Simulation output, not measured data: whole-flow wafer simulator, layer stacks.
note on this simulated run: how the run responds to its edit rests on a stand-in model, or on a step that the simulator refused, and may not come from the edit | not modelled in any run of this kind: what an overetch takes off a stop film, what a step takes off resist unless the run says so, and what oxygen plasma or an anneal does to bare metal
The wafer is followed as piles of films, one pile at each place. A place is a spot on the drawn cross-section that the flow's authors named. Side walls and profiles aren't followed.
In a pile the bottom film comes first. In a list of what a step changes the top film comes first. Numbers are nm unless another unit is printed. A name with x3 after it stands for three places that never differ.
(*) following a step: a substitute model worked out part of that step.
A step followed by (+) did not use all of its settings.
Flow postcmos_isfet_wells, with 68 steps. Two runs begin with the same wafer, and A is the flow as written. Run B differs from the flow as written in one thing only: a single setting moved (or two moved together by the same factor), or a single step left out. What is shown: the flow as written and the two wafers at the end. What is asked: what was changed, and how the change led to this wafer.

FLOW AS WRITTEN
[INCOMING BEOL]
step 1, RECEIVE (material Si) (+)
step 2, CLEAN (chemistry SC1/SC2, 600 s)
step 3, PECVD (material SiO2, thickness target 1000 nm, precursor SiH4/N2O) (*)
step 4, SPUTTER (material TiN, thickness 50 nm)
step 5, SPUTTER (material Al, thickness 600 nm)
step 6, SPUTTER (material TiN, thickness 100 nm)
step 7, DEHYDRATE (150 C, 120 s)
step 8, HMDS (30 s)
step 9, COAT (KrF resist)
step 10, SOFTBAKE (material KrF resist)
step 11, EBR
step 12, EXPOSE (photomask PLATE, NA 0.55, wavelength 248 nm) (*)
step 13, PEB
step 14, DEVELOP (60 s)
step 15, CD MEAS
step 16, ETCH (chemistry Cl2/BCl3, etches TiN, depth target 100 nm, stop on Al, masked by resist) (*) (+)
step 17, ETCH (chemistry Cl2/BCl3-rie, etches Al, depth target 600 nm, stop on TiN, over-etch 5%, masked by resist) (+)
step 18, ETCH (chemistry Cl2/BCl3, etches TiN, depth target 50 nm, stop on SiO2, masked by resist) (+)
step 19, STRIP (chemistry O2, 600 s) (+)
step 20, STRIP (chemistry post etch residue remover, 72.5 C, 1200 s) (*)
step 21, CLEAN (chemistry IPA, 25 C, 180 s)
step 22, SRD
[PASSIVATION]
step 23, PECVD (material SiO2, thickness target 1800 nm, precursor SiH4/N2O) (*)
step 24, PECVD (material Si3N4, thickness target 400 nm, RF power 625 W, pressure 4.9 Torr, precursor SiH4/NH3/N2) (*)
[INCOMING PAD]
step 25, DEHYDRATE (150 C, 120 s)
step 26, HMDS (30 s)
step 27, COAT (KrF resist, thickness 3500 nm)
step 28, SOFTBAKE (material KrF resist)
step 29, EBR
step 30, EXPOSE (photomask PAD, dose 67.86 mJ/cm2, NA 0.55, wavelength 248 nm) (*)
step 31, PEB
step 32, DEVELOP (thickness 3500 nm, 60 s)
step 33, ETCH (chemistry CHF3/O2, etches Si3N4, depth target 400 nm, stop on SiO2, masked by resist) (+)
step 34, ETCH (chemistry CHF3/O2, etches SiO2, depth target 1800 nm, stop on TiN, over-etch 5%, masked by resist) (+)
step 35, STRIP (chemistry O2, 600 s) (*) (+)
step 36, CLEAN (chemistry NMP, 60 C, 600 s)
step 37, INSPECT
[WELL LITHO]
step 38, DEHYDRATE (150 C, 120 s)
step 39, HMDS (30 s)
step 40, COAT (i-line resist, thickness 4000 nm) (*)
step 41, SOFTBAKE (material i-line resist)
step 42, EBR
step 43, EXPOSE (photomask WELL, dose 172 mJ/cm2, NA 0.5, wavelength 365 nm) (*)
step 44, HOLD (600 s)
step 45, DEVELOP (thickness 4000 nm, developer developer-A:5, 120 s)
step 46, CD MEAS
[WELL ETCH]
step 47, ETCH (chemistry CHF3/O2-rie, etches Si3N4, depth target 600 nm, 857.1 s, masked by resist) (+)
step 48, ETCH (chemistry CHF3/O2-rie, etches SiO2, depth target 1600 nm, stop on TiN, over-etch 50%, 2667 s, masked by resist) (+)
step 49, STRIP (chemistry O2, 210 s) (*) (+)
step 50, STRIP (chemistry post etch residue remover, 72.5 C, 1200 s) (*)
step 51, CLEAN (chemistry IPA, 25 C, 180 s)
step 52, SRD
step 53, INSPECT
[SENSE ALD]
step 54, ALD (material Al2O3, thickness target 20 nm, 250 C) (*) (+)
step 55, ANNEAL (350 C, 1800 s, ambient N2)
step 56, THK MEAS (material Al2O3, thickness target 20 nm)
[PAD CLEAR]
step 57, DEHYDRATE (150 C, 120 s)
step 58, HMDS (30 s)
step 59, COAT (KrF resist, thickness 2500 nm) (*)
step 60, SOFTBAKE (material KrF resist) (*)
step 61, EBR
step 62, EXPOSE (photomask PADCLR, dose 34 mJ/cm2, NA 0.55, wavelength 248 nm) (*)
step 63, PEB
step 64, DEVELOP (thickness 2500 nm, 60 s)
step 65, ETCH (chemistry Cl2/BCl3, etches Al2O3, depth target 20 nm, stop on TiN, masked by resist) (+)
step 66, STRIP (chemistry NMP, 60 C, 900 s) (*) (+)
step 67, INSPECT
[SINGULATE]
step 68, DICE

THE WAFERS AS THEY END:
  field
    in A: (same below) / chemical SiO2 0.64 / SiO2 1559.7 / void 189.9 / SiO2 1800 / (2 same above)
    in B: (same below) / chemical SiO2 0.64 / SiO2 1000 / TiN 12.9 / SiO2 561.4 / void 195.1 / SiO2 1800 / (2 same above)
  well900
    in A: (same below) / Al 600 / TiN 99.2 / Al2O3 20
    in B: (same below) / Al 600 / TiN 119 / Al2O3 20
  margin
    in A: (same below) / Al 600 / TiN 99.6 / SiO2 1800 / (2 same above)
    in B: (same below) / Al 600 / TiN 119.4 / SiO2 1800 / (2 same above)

The reason: step 6, SPUTTER: thickness 119.8 nm was run, whereas the flow has thickness 100 nm.

How this came from the change, step by step:
  step 6, SPUTTER (material TiN, thickness 100 nm)
      field, margin, well900 and 6 more: A TiN gains 100 (new film) | B TiN gains 119.8 (new film)
  step 16, ETCH (chemistry Cl2/BCl3, etches TiN, depth target 100 nm, stop on Al, masked by resist) (*) (+)
      field: A TiN loses 100 (all of it) | B TiN loses 100
  step 17, ETCH (chemistry Cl2/BCl3-rie, etches Al, depth target 600 nm, stop on TiN, over-etch 5%, masked by resist) (+)
      field: A Al loses 600 (all of it) | B TiN loses 19.8 (all of it), Al loses 568.3
  step 18, ETCH (chemistry Cl2/BCl3, etches TiN, depth target 50 nm, stop on SiO2, masked by resist) (+)
      field: A TiN loses 50 (all of it) | B Al loses 31.7 (all of it), TiN loses 36.7
  step 23, PECVD (material SiO2, thickness target 1800 nm, precursor SiH4/N2O) (*)
      field: A SiO2 gains 1800 (new film), void gains 189.9 (new film), SiO2 gains 559.7 | B SiO2 gains 1800 (new film), void gains 195.1 (new film), SiO2 gains 561.4 (new film)
If metal films that touch count as one body, field has 1 body; the flow as written gives 0 bodies.
